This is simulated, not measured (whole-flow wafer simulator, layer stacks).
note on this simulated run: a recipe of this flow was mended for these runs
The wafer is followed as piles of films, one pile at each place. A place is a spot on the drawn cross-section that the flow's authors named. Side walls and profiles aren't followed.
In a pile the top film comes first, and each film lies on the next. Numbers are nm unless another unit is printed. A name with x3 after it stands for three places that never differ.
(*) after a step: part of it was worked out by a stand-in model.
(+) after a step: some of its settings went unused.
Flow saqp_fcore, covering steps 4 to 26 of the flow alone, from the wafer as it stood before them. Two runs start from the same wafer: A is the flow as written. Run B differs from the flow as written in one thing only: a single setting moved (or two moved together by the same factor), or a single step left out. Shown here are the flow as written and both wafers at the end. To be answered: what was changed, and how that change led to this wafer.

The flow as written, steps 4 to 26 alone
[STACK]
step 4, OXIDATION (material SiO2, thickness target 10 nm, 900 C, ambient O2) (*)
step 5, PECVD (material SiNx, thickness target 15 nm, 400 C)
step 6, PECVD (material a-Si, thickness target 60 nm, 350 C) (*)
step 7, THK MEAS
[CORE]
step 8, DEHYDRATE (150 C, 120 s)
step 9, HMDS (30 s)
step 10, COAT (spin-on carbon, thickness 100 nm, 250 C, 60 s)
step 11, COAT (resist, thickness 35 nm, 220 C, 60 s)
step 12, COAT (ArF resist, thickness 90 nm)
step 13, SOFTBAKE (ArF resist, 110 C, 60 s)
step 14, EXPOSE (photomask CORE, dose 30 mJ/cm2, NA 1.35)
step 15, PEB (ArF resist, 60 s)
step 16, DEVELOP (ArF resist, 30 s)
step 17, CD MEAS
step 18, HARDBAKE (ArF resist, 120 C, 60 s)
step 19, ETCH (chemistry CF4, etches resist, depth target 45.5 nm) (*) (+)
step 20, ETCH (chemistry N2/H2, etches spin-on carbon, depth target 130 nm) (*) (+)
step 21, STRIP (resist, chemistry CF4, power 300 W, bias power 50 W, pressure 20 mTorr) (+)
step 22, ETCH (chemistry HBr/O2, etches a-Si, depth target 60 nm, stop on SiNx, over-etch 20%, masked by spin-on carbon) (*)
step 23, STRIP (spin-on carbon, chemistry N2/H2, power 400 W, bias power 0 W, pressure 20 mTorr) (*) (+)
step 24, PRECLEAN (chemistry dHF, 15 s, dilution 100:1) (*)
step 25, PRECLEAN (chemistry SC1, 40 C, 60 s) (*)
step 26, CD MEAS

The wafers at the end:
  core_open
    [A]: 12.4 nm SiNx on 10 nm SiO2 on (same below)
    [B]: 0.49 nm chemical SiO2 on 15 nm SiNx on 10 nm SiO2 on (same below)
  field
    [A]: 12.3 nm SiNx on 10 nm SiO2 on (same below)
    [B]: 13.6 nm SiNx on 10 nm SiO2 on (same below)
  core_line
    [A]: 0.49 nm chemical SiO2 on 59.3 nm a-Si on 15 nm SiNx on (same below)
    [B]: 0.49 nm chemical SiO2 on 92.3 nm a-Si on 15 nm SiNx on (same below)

What caused this: step 6, PECVD: thickness target 93 nm was run, whereas the flow has thickness target 60 nm.

How this came from the change, step by step:
  step 6, PECVD (material a-Si, thickness target 60 nm, 350 C) (*)
      field, core_open, core_line: A +60 a-Si (new film) | B +93 a-Si (new film)
  step 22, ETCH (chemistry HBr/O2, etches a-Si, depth target 60 nm, stop on SiNx, over-etch 20%, masked by spin-on carbon) (*)
      core_open: A -39.4 a-Si (all of it), -1.3 SiNx | B -72 a-Si
      field: A -36.8 a-Si (all of it), -1.41 SiNx | B -69.8 a-Si (all of it), -0.09 SiNx
      (as well as at 1 more place)
  step 23, STRIP (spin-on carbon, chemistry N2/H2, power 400 W, bias power 0 W, pressure 20 mTorr) (*) (+)
      core_line: A -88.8 spin-on carbon (all of it) | B -83.8 spin-on carbon (all of it)
  step 24, PRECLEAN (chemistry dHF, 15 s, dilution 100:1) (*)
      core_open: A -1.31 SiNx | B nothing
